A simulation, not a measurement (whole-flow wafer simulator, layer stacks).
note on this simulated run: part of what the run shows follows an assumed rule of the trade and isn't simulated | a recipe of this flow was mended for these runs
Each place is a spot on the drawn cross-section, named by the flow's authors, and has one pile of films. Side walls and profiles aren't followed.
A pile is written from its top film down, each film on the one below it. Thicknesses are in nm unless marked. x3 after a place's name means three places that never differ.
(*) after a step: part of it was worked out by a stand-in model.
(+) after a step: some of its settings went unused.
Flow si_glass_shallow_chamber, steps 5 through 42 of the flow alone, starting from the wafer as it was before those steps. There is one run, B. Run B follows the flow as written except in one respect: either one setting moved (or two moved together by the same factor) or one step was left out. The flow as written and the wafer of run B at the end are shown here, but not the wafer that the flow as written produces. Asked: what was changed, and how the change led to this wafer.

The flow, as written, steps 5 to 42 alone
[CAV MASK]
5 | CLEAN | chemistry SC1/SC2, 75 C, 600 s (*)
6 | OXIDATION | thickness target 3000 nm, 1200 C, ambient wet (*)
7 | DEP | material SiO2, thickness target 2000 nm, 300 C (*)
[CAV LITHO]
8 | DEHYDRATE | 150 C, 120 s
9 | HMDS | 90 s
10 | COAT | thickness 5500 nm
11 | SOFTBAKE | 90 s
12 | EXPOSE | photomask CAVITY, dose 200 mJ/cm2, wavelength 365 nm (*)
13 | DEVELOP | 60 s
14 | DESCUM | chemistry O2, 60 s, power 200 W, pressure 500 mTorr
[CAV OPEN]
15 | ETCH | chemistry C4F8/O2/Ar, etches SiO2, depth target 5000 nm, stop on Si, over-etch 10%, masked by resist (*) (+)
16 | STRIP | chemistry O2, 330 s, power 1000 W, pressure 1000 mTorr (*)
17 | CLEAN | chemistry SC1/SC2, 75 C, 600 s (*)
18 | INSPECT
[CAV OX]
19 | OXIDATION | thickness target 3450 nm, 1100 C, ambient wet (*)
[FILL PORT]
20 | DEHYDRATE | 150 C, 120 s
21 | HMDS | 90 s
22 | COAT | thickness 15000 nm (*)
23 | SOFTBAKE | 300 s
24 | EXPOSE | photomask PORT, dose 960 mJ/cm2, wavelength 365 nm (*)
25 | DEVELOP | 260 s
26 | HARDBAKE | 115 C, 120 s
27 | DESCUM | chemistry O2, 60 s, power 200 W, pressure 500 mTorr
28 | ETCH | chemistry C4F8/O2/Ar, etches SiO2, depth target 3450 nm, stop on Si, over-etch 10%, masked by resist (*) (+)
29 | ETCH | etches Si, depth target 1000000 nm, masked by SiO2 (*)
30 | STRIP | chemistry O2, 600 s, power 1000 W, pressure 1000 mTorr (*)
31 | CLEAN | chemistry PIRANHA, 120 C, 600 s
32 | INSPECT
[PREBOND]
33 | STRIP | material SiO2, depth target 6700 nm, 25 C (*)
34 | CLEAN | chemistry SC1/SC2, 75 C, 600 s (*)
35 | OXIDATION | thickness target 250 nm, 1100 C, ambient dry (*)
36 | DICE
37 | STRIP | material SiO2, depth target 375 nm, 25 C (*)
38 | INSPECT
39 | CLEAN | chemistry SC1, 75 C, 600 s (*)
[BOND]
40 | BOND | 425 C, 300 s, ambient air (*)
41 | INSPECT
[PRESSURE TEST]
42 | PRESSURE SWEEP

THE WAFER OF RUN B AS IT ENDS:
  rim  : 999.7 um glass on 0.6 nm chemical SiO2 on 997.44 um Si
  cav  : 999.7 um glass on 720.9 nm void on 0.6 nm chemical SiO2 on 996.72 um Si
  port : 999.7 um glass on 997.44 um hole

The reason: step 6, OXIDATION: thickness target 4650 nm was run, while the flow as written has thickness target 3000 nm.

How this came from the change, step by step:
  6 | OXIDATION | thickness target 3000 nm, 1200 C, ambient wet (*)
      rim, ramp, cav, port, septum, ring: +4650 SiO2 (new film), -0.6 chemical SiO2 (all of it), -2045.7 Si (in the flow as written it would be: +3000 SiO2 (new film), -0.6 chemical SiO2 (all of it), -1319.7 Si)
  15 | ETCH | chemistry C4F8/O2/Ar, etches SiO2, depth target 5000 nm, stop on Si, over-etch 10%, masked by resist (*) (+)
      cav, port: -5500 SiO2 (in the flow as written it would be: -5000 SiO2 (all of it), -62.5 Si)
  16 | STRIP | chemistry O2, 330 s, power 1000 W, pressure 1000 mTorr (*)
      cav, port: nothing (in the flow as written it would be: +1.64 chemical SiO2 (new film), -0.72 Si)
  17 | CLEAN | chemistry SC1/SC2, 75 C, 600 s (*)
      cav, port: -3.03 SiO2 (in the flow as written it would be: -1.04 chemical SiO2, -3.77 Si)
  19 | OXIDATION | thickness target 3450 nm, 1100 C, ambient wet (*)
      cav, port: +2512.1 SiO2, -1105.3 Si (in the flow as written it would be: +3450 SiO2 (new film), -0.6 chemical SiO2 (all of it), -1517.7 Si)
      rim, ramp, septum, ring: +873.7 SiO2, -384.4 Si (in the flow as written it would be: +1110.9 SiO2, -488.8 Si)
  22 | COAT | thickness 15000 nm (*)
      rim: +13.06 um thick-i-line-resist (new film) (in the flow as written it would be: +13.4 um thick-i-line-resist (new film))
      ramp: +12.45 um thick-i-line-resist (new film) (in the flow as written it would be: +12.89 um thick-i-line-resist (new film))
      (and at 4 other places as well)
  23 | SOFTBAKE | 300 s
      rim: -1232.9 thick-i-line-resist (in the flow as written it would be: -997 thick-i-line-resist)
      ramp: -614.1 thick-i-line-resist (in the flow as written it would be: -487.1 thick-i-line-resist)
      (and at 4 other places as well)
  25 | DEVELOP | 260 s
      port: -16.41 um thick-i-line-resist (all of it) (in the flow as written it would be: -16.16 um thick-i-line-resist (all of it))
  26 | HARDBAKE | 115 C, 120 s
      rim, ramp: -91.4 thick-i-line-resist (in the flow as written it would be: -98.2 thick-i-line-resist)
      cav: -150.6 thick-i-line-resist (in the flow as written it would be: -147.1 thick-i-line-resist)
  28 | ETCH | chemistry C4F8/O2/Ar, etches SiO2, depth target 3450 nm, stop on Si, over-etch 10%, masked by resist (*) (+)
      port: -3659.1 SiO2 (all of it), -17 Si (in the flow as written it would be: -3450 SiO2 (all of it), -43.1 Si)
  29 | ETCH | etches Si, depth target 1000000 nm, masked by SiO2 (*)
      rim, ramp: -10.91 um thick-i-line-resist (all of it), -1919.4 SiO2 (in the flow as written it would be: -11.47 um thick-i-line-resist (all of it), -1617.3 SiO2)
      port: +996.83 um hole (new film), -996.83 um Si (all of it) (in the flow as written it would be: +997.05 um hole (new film), -997.05 um Si (all of it))
      (and at 2 other places as well)
  30 | STRIP | chemistry O2, 600 s, power 1000 W, pressure 1000 mTorr (*)
      cav: -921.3 thick-i-line-resist (all of it) (in the flow as written it would be: -669.6 thick-i-line-resist (all of it))
  33 | STRIP | material SiO2, depth target 6700 nm, 25 C (*)
      rim, ramp: -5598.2 SiO2 (all of it) (in the flow as written it would be: -4487.5 SiO2 (all of it))
      cav: -3659.1 SiO2 (all of it) (in the flow as written it would be: -3450 SiO2 (all of it))
      (and at 2 other places as well)
  40 | BOND | 425 C, 300 s, ambient air (*)
      cav: +999.7 um glass (new film), +720.9 void (new film) (in the flow as written it would be: +999.7 um glass (new film), +1095.9 void (new film))
      port: +999.7 um glass (new film), +616.1 hole (in the flow as written it would be: +999.7 um glass (new film), +1017.3 hole)
